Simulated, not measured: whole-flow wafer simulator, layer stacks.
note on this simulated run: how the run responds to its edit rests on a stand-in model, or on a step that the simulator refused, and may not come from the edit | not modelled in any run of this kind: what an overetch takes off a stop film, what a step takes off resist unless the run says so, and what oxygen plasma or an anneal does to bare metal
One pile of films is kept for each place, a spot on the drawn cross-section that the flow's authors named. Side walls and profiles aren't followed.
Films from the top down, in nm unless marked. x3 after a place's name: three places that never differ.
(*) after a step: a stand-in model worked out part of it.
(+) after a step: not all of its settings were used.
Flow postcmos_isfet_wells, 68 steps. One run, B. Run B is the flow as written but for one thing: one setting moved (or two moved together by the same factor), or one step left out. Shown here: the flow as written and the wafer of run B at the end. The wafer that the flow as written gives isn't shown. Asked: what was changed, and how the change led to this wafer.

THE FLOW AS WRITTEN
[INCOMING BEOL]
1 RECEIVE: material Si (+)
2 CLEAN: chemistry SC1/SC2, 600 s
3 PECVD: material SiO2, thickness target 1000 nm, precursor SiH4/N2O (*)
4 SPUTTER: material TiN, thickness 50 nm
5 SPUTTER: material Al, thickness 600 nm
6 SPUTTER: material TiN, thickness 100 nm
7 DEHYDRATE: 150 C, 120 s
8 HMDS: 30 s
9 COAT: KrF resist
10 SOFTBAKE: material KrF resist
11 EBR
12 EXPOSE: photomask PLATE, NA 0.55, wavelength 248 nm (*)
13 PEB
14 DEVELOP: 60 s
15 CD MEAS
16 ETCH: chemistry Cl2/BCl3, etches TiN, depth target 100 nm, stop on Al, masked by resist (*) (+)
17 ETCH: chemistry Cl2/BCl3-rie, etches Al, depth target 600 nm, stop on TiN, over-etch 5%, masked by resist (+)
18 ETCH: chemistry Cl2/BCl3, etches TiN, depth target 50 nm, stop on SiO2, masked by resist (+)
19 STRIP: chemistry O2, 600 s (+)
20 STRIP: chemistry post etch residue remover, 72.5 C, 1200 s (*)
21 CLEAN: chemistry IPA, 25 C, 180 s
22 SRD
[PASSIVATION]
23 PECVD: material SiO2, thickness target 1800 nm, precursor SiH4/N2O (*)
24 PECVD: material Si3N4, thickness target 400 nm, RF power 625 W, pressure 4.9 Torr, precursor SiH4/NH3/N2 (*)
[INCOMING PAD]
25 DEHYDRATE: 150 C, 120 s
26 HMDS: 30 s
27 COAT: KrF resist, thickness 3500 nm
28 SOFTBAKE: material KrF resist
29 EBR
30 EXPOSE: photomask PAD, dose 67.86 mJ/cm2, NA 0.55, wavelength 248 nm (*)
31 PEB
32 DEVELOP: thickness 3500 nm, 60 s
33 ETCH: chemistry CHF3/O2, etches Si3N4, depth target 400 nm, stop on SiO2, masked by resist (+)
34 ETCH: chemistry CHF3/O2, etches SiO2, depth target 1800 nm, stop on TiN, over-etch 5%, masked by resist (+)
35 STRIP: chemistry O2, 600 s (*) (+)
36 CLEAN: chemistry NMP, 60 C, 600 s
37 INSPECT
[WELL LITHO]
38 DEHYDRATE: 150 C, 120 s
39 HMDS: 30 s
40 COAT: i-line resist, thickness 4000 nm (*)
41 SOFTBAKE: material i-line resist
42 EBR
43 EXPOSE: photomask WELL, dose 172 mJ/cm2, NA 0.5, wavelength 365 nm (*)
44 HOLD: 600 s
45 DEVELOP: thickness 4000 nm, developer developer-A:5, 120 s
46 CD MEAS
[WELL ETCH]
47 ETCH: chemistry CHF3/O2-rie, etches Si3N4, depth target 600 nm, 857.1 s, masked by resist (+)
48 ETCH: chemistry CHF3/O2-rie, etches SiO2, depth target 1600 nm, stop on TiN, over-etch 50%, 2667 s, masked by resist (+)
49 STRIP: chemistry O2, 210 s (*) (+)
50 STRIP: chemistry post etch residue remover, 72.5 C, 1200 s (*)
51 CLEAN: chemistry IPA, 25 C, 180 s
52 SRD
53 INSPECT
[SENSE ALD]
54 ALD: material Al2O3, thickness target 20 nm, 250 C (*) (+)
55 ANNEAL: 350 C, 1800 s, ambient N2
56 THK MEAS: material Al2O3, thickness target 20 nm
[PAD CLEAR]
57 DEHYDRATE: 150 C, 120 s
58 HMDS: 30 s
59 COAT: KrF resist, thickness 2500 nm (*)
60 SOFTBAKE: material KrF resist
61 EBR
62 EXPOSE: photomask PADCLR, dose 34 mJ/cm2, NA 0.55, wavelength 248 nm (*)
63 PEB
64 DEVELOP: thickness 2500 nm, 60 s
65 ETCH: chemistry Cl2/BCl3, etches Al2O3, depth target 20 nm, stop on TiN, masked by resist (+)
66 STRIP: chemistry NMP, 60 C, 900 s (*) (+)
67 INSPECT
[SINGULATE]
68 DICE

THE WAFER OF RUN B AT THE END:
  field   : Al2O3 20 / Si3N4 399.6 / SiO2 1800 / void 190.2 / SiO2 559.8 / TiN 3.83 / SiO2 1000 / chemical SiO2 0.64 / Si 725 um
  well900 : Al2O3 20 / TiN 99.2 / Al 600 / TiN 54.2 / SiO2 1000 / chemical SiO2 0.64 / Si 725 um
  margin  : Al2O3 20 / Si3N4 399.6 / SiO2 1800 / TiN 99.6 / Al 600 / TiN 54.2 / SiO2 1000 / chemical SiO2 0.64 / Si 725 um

The cause: step 4, SPUTTER: thickness 54.25 nm was run, where the flow has thickness 50 nm.
It can be read off the wafer: well900 has TiN 54.2, and step 4 as written asks for 50 nm.

How the change led to this, step by step:
  4 SPUTTER: material TiN, thickness 50 nm
      field, margin, well900, well1300 x3, pad_rim, pad_clr, pad_open: TiN +54.2 (new film) (as written it would be: TiN +50 (new film))
  18 ETCH: chemistry Cl2/BCl3, etches TiN, depth target 50 nm, stop on SiO2, masked by resist (+)
      field: TiN -50 (as written it would be: TiN -50 (all of it))
  23 PECVD: material SiO2, thickness target 1800 nm, precursor SiH4/N2O (*)
      field: SiO2 +1800 (new film), void +190.2 (new film), SiO2 +559.8 (new film) (as written it would be: SiO2 +1800 (new film), void +189.9 (new film), SiO2 +559.7)
Counting metal films that touch as one body, field has 1 body; the flow as written gives 0 bodies.
